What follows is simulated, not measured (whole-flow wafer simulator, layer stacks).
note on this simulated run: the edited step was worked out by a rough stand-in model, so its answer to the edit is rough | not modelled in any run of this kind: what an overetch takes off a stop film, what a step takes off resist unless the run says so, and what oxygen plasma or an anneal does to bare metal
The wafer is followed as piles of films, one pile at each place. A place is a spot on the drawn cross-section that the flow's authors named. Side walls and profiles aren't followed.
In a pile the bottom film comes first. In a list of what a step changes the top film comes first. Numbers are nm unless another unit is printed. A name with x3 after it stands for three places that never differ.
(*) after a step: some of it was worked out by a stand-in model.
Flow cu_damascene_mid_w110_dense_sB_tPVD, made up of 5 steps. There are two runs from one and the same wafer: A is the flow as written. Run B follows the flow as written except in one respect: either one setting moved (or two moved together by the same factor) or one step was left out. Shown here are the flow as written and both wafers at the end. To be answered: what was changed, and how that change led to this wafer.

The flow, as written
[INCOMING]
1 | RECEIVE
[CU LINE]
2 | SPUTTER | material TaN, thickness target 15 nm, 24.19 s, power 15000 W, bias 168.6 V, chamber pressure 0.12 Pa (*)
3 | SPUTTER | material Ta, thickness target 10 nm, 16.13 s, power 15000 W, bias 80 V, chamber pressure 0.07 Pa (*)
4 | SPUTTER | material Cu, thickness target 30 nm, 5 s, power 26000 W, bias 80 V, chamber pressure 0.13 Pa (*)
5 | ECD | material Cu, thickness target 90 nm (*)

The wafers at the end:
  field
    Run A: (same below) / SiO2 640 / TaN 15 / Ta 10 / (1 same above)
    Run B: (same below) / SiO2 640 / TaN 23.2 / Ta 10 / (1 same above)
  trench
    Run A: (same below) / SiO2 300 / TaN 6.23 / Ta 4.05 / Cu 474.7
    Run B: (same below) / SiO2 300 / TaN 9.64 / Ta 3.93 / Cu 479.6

What caused this: step 2, SPUTTER: thickness target 23.2 nm was run, though the flow has thickness target 15 nm; step 2, SPUTTER: 37.49 s was run, where the flow has 24.19 s.
The wafer itself shows it: field has TaN 23.2, and step 2 as written asks for 15 nm.

How this came from the change, step by step:
  2 | SPUTTER | material TaN, thickness target 15 nm, 24.19 s, power 15000 W, bias 168.6 V, chamber pressure 0.12 Pa (*)
      field: A TaN gains 15 (new film) | B TaN gains 23.2 (new film)
      trench: A TaN gains 6.23 (new film) | B TaN gains 9.64 (new film)
